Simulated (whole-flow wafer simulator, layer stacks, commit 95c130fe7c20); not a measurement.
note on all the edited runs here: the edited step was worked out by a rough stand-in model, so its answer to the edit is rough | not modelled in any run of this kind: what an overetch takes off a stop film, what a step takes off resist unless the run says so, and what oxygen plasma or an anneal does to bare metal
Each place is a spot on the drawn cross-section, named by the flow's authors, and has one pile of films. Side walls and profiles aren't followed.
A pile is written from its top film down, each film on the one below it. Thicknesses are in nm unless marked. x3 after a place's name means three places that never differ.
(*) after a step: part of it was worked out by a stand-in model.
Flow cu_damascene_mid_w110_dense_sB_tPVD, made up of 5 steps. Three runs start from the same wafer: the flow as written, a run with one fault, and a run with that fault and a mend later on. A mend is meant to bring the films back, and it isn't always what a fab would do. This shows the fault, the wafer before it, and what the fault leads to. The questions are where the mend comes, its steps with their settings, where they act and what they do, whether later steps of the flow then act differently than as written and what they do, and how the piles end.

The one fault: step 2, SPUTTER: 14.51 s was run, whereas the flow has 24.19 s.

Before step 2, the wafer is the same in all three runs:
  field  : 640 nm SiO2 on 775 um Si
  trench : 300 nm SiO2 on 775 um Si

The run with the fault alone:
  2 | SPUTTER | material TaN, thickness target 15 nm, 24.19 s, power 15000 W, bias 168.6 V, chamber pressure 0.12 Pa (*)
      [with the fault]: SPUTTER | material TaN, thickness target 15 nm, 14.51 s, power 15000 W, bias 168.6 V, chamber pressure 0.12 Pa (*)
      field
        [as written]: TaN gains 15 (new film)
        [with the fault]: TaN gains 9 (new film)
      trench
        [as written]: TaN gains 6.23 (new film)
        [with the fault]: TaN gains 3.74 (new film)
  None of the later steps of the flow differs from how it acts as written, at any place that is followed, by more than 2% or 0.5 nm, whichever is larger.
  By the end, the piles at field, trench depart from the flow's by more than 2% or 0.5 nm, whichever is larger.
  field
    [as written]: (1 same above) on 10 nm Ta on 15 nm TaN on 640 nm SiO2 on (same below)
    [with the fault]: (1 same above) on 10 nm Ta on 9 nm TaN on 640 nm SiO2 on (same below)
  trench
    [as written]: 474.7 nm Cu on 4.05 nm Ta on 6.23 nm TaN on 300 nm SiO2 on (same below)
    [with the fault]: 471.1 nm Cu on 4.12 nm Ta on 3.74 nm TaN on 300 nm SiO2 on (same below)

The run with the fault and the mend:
  The mend follows step 2.
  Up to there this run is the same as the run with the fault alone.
  2a | SPUTTER | material TaN, thickness target 15 nm, 9.68 s, power 15000 W, bias 168.6 V, chamber pressure 0.12 Pa (*) (a further turn of the flow's step 2, with different settings)
      field
        TaN gains 6
      trench
        TaN gains 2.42
  None of the later steps of the flow differs from how it acts as written, at any place that is followed, by more than 2% or 0.5 nm, whichever is larger.
  When the end is reached, the piles differ only a little from the flow's at the places that both follow, at most by 2% or 0.5 nm, whichever is larger.
